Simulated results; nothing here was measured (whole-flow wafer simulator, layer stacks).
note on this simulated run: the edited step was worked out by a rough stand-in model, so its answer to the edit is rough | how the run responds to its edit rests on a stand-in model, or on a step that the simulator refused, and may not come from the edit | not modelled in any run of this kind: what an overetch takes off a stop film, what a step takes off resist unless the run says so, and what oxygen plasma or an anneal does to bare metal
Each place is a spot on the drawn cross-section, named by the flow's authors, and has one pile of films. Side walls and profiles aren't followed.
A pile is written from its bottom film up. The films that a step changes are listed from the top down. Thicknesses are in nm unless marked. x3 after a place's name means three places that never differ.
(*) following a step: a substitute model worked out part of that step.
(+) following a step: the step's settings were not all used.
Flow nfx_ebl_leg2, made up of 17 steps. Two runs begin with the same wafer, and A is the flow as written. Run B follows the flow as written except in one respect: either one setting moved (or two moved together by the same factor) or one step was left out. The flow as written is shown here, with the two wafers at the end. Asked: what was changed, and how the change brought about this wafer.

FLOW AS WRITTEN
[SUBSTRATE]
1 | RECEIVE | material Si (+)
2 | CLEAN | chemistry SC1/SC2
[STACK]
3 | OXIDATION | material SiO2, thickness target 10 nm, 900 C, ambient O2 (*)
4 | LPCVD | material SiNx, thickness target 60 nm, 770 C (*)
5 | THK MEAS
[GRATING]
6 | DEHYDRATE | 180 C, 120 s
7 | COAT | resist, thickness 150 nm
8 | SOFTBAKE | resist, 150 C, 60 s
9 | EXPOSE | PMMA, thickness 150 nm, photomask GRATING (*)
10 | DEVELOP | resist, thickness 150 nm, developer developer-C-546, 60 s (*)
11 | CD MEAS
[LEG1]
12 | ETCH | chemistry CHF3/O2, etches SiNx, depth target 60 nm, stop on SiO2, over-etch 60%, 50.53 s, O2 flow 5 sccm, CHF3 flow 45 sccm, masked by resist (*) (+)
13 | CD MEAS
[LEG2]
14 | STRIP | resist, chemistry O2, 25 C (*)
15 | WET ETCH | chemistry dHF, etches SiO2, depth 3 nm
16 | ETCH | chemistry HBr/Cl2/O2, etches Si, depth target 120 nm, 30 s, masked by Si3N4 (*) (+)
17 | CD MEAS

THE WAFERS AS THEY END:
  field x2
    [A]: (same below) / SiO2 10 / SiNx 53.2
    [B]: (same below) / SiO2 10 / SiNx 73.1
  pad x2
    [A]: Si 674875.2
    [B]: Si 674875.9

Cause: step 4, LPCVD: thickness target 79.9 nm was run, though the flow has thickness target 60 nm.

How this came from the change, step by step:
  4 | LPCVD | material SiNx, thickness target 60 nm, 770 C (*)
      field x2, pad x2: A SiNx gains 60 (new film) | B SiNx gains 79.9 (new film)
  12 | ETCH | chemistry CHF3/O2, etches SiNx, depth target 60 nm, stop on SiO2, over-etch 60%, 50.53 s, O2 flow 5 sccm, CHF3 flow 45 sccm, masked by resist (*) (+)
      pad x2: A SiNx loses 60 (all of it), SiO2 loses 10 (all of it) | B SiNx loses 79.9 (all of it), SiO2 loses 8.05
  14 | STRIP | resist, chemistry O2, 25 C (*)
      pad x2: A chemical SiO2 gains 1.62 (new film), Si loses 0.71 | B nothing
  15 | WET ETCH | chemistry dHF, etches SiO2, depth 3 nm
      pad x2: A chemical SiO2 loses 1.62 (all of it) | B SiO2 loses 1.95 (all of it)
